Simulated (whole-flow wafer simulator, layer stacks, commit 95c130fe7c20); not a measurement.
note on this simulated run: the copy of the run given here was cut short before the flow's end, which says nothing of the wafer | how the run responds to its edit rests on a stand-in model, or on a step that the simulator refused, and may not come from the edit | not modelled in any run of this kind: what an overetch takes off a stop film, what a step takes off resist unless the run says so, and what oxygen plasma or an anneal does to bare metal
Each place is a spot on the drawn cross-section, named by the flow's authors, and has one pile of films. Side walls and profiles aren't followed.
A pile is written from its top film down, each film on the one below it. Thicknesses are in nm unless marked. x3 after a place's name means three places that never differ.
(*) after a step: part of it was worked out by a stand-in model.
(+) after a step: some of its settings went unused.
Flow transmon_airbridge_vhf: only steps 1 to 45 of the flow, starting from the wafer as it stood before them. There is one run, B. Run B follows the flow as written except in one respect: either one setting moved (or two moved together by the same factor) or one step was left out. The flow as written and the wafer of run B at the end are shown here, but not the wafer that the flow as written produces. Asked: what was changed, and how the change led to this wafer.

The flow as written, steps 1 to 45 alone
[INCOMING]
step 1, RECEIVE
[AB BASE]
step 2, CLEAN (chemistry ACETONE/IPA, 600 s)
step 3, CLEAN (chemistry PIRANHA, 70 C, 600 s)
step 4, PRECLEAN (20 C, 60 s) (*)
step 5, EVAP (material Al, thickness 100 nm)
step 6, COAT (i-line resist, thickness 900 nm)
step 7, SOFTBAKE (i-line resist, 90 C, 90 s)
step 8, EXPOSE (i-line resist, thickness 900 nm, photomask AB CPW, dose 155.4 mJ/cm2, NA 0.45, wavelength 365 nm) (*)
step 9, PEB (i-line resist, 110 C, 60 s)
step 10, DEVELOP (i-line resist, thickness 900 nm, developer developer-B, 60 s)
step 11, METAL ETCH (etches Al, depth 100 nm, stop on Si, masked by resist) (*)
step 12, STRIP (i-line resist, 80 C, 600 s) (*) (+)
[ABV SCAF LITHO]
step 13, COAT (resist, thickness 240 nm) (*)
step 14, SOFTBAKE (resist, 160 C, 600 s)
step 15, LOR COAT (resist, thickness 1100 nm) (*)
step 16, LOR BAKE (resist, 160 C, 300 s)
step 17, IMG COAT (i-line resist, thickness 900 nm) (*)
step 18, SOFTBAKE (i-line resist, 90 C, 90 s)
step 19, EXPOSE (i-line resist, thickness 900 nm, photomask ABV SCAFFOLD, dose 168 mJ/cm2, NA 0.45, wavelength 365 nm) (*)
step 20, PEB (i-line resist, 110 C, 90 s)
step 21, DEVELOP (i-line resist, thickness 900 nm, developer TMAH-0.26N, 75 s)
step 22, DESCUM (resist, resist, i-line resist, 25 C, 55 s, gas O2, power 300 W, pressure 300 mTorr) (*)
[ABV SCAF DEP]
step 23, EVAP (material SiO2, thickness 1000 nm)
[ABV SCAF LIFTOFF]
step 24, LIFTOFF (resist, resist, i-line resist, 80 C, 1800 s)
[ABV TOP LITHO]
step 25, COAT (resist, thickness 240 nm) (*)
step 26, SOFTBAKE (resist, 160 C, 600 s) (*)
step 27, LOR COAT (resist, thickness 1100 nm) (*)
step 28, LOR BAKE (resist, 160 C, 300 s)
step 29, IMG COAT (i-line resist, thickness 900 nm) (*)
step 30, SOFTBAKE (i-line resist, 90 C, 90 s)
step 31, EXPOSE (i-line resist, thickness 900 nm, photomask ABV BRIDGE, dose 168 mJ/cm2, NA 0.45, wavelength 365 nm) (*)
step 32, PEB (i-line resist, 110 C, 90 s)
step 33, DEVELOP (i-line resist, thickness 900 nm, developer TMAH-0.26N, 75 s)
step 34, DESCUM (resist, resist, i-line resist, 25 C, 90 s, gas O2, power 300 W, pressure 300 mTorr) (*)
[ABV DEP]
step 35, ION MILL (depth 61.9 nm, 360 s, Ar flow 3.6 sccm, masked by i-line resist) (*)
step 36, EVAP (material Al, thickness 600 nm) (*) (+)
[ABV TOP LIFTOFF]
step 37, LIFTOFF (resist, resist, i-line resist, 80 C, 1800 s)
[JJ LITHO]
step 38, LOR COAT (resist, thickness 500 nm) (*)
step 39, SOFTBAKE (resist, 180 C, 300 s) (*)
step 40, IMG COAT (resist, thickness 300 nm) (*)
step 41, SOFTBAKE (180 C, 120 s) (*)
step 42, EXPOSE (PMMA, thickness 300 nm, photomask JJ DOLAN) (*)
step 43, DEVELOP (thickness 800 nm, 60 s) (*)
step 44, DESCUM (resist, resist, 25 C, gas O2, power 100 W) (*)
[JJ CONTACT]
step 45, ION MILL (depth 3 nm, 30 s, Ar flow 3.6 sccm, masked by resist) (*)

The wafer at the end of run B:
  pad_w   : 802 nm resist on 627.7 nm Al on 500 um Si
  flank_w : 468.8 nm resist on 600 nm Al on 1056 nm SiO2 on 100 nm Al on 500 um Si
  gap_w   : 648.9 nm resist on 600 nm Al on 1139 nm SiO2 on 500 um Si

What caused this: step 23, EVAP: thickness 1175 nm was run, though the flow has thickness 1000 nm.

How this came from the change, step by step:
  step 23, EVAP (material SiO2, thickness 1000 nm)
      field x3, jj_line, ground_far and 10 more: +1175 SiO2 (new film) (in the flow as written it would be: +1000 SiO2 (new film))
      flank_w, flank_e: +1091.9 SiO2 (new film) (in the flow as written it would be: +929.3 SiO2 (new film))
  step 24, LIFTOFF (resist, resist, i-line resist, 80 C, 1800 s)
      field x3, jj_line, trace_open_s x2: -1175 SiO2 (all of it), -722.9 i-line resist (all of it), -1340 resist (all of it) (in the flow as written it would be: -1000 SiO2 (all of it), -722.9 i-line resist (all of it), -1340 resist (all of it))
      pad_w, pad_e: -1175 SiO2 (all of it), -718 i-line resist (all of it), -1330.2 resist (all of it) (in the flow as written it would be: -1000 SiO2 (all of it), -718 i-line resist (all of it), -1330.2 resist (all of it))
      (as well as at 1 more place)
  step 25, COAT (resist, thickness 240 nm) (*)
      flank_w, flank_e: +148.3 resist (new film) (in the flow as written it would be: +152.6 resist (new film))
      gap_w, gap_e: +203.2 resist (new film) (in the flow as written it would be: +210.7 resist (new film))
      (as well as at 6 more places)
  step 27, LOR COAT (resist, thickness 1100 nm) (*)
      gap_w, gap_e: +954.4 resist (in the flow as written it would be: +977.8 resist)
      margin_s, margin_n: +783.9 resist (in the flow as written it would be: +823.4 resist)
      (as well as at 6 more places)
  step 29, IMG COAT (i-line resist, thickness 900 nm) (*)
      gap_w, gap_e: +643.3 i-line resist (new film) (in the flow as written it would be: +681.7 i-line resist (new film))
      margin_s, margin_n: +547.7 i-line resist (new film) (in the flow as written it would be: +603.2 i-line resist (new film))
      (as well as at 5 more places)
  step 32, PEB (i-line resist, 110 C, 90 s)
      flank_w, flank_e: -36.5 i-line resist (in the flow as written it would be: -38.3 i-line resist)
      gap_w, gap_e: -32.7 i-line resist (in the flow as written it would be: -34.7 i-line resist)
      (as well as at 5 more places)
  step 33, DEVELOP (i-line resist, thickness 900 nm, developer TMAH-0.26N, 75 s)
      gap_w, gap_e: -610.6 i-line resist (all of it), -954.4 resist (in the flow as written it would be: -646.9 i-line resist (all of it), -977.8 resist)
      pad_w: -951.5 i-line resist (all of it), -1275.3 resist (in the flow as written it would be: -937.2 i-line resist (all of it), -1247.8 resist)
      (as well as at 5 more places)
  step 34, DESCUM (resist, resist, i-line resist, 25 C, 90 s, gas O2, power 300 W, pressure 300 mTorr) (*)
      flank_w, flank_e: -148.3 resist (all of it) (in the flow as written it would be: -152.6 resist (all of it))
      gap_w, gap_e: -203.2 resist (all of it) (in the flow as written it would be: -210.7 resist (all of it))
      (as well as at 4 more places)
  step 37, LIFTOFF (resist, resist, i-line resist, 80 C, 1800 s)
      margin_s, margin_n: -600 Al (all of it), -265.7 i-line resist (all of it), -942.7 resist (all of it) (in the flow as written it would be: -600 Al (all of it), -318.3 i-line resist (all of it), -992 resist (all of it))
      ground_far: -600 Al (all of it), -739.4 i-line resist (all of it), -1389.6 resist (all of it) (in the flow as written it would be: -600 Al (all of it), -717.9 i-line resist (all of it), -1384.9 resist (all of it))
  step 38, LOR COAT (resist, thickness 500 nm) (*)
      pad_w, pad_e: +528.1 resist (new film) (in the flow as written it would be: +517 resist (new film))
      flank_w, flank_e: +293.8 resist (new film) (in the flow as written it would be: +306.5 resist (new film))
      (as well as at 3 more places)
  step 40, IMG COAT (resist, thickness 300 nm) (*)
      flank_w, flank_e: +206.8 resist (in the flow as written it would be: +212.1 resist)
      gap_w, gap_e: +238.2 resist (in the flow as written it would be: +245.7 resist)
      (as well as at 4 more places)
